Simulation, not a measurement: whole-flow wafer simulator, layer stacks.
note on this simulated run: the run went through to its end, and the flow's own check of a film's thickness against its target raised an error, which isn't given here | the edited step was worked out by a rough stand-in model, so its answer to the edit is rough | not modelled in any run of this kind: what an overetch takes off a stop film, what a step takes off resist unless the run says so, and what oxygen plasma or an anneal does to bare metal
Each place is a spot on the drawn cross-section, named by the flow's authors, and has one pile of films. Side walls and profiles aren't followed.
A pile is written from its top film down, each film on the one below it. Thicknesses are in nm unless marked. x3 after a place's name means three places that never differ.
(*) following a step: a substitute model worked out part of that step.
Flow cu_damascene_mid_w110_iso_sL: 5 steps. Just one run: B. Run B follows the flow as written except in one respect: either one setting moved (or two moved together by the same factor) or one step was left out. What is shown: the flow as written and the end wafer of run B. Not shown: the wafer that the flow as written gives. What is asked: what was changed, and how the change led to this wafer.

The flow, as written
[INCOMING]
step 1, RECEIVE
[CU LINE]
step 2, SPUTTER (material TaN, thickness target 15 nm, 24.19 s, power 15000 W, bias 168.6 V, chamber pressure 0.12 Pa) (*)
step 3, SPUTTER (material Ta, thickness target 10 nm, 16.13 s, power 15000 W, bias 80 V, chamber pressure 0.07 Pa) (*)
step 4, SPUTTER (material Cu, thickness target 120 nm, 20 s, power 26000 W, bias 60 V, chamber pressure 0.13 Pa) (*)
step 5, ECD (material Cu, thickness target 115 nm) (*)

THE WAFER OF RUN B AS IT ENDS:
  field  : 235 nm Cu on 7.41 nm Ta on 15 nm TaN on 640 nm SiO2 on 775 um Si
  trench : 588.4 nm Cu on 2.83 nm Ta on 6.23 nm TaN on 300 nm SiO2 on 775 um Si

Cause: step 3, SPUTTER: power 11120 W was run, whereas the flow has power 15000 W.

Step by step, how the change led to this:
  step 3, SPUTTER (material Ta, thickness target 10 nm, 16.13 s, power 15000 W, bias 80 V, chamber pressure 0.07 Pa) (*)
      field: Ta gains 7.41 (new film) (as written it would have been: Ta gains 10 (new film))
      trench: Ta gains 2.83 (new film) (as written it would have been: Ta gains 4.05 (new film))
